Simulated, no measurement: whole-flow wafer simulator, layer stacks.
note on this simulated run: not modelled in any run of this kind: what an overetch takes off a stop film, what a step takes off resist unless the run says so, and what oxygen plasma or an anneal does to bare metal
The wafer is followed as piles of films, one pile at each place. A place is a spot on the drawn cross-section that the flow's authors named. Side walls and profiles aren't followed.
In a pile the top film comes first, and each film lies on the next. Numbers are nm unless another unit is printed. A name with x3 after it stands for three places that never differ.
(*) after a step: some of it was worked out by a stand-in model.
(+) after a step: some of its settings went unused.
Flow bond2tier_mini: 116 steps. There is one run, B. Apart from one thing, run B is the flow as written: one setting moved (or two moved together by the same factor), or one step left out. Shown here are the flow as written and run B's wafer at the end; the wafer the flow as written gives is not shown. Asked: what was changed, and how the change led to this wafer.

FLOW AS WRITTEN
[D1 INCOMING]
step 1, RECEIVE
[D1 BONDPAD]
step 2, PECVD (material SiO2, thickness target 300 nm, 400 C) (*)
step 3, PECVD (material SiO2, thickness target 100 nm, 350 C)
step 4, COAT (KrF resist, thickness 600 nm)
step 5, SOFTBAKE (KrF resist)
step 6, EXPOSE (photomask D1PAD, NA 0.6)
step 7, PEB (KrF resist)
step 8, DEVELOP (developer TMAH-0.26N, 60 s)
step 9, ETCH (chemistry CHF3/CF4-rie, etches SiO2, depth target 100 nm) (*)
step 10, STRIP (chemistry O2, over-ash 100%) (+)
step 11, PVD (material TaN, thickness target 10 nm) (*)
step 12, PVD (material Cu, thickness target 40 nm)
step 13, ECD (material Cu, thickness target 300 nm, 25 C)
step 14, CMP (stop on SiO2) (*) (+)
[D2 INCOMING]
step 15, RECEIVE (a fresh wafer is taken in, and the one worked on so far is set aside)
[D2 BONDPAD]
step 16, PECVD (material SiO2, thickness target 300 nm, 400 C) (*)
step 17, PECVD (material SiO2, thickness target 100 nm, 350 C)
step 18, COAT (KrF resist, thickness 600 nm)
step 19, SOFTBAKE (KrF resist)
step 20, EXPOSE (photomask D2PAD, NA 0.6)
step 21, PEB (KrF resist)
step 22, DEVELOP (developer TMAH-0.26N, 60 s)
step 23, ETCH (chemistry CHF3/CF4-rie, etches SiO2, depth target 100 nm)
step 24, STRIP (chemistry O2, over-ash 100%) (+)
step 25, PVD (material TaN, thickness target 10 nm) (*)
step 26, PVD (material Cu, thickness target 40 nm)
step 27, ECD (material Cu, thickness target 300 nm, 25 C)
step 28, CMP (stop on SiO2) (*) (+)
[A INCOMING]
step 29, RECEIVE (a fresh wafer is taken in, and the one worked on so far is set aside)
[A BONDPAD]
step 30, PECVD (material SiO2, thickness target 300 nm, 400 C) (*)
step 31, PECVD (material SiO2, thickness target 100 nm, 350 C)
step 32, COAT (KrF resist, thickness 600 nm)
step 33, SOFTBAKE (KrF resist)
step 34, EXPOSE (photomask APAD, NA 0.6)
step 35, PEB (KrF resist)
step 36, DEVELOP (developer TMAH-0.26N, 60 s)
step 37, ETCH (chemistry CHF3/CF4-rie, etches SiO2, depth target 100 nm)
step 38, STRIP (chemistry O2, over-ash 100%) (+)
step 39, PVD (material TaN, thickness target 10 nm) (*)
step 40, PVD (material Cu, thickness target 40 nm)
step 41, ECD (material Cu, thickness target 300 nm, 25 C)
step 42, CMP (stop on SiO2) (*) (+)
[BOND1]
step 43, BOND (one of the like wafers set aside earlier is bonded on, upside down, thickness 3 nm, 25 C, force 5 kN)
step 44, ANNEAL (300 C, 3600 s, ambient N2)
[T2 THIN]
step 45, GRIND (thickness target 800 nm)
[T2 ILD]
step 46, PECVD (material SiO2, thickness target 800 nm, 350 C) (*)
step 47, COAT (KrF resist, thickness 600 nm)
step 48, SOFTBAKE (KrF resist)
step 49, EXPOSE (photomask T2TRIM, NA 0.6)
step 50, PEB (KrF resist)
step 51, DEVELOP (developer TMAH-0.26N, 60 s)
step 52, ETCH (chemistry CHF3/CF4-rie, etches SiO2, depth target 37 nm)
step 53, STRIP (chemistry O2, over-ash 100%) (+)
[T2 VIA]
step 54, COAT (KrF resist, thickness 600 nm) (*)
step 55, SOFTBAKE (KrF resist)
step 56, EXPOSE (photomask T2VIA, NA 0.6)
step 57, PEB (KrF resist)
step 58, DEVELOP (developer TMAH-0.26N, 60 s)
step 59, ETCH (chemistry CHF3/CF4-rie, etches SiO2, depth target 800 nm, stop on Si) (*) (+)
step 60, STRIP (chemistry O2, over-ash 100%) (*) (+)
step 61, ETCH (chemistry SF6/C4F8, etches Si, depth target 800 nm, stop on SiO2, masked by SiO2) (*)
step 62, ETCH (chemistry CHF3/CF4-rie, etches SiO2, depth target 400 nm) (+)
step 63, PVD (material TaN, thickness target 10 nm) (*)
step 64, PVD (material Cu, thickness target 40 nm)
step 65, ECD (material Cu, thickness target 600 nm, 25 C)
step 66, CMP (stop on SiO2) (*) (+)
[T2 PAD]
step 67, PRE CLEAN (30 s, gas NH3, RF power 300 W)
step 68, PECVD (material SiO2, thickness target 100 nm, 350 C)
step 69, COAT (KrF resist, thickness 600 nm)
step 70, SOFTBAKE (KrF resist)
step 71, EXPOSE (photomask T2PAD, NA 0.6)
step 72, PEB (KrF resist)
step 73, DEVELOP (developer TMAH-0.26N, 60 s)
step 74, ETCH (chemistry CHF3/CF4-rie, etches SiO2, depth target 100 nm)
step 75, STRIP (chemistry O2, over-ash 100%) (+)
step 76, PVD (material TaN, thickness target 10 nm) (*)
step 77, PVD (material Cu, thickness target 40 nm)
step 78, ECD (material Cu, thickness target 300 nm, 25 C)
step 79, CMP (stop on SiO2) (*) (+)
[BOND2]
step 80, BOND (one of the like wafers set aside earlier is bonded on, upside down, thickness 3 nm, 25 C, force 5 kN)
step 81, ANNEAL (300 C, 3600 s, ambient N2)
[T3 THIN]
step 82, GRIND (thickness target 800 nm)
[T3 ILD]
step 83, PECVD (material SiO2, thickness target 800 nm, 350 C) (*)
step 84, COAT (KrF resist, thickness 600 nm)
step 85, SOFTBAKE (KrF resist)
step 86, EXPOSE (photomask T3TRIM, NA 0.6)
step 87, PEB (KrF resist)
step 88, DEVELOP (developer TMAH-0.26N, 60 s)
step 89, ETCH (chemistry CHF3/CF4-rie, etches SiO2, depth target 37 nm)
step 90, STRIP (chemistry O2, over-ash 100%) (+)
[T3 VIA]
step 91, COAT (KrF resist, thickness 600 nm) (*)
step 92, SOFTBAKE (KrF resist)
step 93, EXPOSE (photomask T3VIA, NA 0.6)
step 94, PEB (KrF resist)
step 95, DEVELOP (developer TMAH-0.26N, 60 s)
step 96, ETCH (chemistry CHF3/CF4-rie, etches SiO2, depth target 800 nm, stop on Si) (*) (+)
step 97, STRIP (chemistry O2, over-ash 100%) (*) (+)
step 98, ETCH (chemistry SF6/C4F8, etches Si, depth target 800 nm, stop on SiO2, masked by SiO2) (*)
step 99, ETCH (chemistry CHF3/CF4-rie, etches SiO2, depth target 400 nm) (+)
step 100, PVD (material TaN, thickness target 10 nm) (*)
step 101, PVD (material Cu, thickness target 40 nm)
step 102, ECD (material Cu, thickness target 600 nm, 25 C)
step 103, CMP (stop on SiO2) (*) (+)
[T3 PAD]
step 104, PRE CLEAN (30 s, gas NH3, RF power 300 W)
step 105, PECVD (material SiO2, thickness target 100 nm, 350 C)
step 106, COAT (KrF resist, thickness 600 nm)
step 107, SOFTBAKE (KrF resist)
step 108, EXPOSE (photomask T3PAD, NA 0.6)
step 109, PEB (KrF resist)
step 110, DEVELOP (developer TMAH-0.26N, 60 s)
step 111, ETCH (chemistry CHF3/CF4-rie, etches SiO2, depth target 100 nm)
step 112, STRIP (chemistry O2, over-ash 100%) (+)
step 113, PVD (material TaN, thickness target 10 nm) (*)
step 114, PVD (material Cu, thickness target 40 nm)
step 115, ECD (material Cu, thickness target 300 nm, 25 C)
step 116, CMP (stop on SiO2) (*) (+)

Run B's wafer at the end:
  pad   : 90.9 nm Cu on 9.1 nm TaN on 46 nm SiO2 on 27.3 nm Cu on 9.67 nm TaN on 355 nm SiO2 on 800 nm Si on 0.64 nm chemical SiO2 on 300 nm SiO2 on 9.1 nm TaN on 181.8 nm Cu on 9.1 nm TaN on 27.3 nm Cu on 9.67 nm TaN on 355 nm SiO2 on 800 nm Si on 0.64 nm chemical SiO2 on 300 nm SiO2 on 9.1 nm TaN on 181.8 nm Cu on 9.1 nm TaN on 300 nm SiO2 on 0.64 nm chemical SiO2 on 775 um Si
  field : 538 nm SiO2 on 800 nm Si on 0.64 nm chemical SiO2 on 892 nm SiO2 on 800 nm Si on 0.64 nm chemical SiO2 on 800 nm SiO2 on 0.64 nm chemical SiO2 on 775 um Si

The reason: step 105, PECVD: thickness target 146 nm was run, whereas the flow has thickness target 100 nm.

Step by step, how the change led to this:
  step 105, PECVD (material SiO2, thickness target 100 nm, 350 C)
      field: SiO2 gains 146 (it would be, as written: SiO2 gains 100)
      pad: SiO2 gains 146 (new film) (it would be, as written: SiO2 gains 100 (new film))
  step 111, ETCH (chemistry CHF3/CF4-rie, etches SiO2, depth target 100 nm)
      pad: SiO2 loses 100 (it would be, as written: SiO2 loses 100 (all of it))
Taking metal films that touch as one body, pad has 4 bodies (between them, from the top down: SiO2 46; SiO2 355 / Si 800 / chemical SiO2 0.64 / SiO2 300; SiO2 355 / Si 800 / chemical SiO2 0.64 / SiO2 300); the flow as written gives 3 bodies (between them, from the top down: SiO2 355 / Si 800 / chemical SiO2 0.64 / SiO2 300; SiO2 355 / Si 800 / chemical SiO2 0.64 / SiO2 300).
